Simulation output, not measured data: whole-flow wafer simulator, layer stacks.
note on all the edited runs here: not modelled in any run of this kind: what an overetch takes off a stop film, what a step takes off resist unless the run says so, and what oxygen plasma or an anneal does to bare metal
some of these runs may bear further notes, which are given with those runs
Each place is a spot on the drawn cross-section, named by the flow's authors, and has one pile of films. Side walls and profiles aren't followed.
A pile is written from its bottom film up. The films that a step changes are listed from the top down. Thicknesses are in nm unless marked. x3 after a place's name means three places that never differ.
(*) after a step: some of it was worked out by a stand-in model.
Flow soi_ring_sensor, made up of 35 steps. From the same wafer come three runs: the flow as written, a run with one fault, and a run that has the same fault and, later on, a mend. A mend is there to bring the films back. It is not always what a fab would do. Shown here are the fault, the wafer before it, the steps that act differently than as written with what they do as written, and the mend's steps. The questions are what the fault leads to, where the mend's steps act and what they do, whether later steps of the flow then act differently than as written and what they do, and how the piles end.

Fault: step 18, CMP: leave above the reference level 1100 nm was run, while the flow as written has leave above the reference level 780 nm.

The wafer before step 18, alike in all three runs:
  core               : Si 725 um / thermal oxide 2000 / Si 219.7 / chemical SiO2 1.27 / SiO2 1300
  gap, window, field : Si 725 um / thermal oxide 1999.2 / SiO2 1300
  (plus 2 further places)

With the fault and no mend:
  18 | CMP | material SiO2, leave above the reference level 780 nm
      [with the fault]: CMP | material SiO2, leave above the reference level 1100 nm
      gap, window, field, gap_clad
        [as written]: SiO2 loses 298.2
        [with the fault]: nothing
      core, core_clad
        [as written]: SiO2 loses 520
        [with the fault]: SiO2 loses 200
  Steps later in the flow that act otherwise than as written (5 more steps, not shown, differ only slightly: by at most 2% or 0.5 nm, whichever is larger):
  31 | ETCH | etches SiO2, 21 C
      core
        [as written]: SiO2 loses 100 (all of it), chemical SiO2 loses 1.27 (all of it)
        [with the fault]: SiO2 loses 420 (all of it), chemical SiO2 loses 1.27 (all of it)
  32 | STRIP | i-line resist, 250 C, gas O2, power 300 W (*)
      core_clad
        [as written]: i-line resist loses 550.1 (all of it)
        [with the fault]: i-line resist loses 531.9 (all of it)
  At field, core_clad, the piles at the end differ from the flow's by more than 2% or 0.5 nm, whichever is larger.
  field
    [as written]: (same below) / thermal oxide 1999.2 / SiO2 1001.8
    [with the fault]: (same below) / thermal oxide 1999.2 / SiO2 1300
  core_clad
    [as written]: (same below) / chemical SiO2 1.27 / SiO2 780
    [with the fault]: (same below) / chemical SiO2 1.27 / SiO2 1100

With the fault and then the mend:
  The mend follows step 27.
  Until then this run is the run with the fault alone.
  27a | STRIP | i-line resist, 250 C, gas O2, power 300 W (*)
      field
        i-line resist loses 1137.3 (all of it)
      core_clad
        i-line resist loses 1118.9 (all of it)
      gap_clad
        i-line resist loses 1139.7 (all of it)
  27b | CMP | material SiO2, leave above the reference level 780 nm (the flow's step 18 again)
      gap, window, field, gap_clad
        SiO2 loses 298.2
      core, core_clad
        SiO2 loses 320
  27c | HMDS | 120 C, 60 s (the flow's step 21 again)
      leaves every film unchanged at each place that is followed
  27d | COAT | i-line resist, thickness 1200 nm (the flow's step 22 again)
      core, gap, window, field, core_clad, gap_clad
        i-line resist gains 1200 (new film)
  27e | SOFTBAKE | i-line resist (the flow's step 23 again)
      leaves every film unchanged at each place that is followed
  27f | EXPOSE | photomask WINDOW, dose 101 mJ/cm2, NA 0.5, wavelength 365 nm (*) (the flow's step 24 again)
      leaves every film unchanged at each place that is followed
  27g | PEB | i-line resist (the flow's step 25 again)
      core, gap, window, field, core_clad, gap_clad
        i-line resist loses 62.8
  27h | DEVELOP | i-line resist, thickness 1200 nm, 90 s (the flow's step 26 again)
      core, gap, window
        i-line resist loses 1137.2 (all of it)
      field, core_clad, gap_clad
        i-line resist loses 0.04
  None of the later steps of the flow acts differently than as written at any place that is followed.
  The piles end the same as the flow's at every place that both follow.
